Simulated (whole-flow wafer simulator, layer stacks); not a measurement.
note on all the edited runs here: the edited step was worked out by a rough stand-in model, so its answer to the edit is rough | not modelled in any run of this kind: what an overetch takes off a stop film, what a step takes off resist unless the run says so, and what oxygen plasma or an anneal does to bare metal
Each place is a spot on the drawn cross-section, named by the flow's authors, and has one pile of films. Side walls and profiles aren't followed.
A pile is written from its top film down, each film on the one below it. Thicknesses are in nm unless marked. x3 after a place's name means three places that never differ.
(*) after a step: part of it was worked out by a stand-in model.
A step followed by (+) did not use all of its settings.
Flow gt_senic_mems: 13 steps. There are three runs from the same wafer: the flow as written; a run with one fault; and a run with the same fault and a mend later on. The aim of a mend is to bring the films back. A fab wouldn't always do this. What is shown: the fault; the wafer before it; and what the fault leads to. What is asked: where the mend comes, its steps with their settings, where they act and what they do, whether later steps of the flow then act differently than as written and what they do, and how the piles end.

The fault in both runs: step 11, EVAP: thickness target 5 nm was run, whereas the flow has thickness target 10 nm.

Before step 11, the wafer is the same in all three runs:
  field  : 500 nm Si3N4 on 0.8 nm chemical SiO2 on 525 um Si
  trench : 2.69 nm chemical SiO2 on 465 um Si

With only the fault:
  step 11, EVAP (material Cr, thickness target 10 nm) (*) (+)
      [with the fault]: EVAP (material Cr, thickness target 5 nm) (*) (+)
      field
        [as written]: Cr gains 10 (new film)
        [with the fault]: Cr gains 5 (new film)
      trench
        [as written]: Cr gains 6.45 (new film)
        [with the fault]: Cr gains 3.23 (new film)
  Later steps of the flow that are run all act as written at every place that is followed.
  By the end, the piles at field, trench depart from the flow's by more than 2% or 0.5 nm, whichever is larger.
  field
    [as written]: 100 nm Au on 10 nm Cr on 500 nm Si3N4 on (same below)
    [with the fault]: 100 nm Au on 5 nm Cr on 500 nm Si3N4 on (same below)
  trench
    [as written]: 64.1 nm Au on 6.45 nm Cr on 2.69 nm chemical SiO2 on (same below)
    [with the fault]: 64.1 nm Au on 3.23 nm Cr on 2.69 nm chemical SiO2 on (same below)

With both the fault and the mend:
  The mend stands after step 11.
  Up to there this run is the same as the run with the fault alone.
  step 11a, EVAP (material Cr, thickness target 5 nm) (*) (+) (a further turn of the flow's step 11, with different settings)
      field
        Cr gains 5
      trench
        Cr gains 3.23
  Later steps of the flow that are run all act as written at every place that is followed.
  At the end the piles are close to the flow's at the places that both follow, differing by at most 2% or 0.5 nm, whichever is larger.
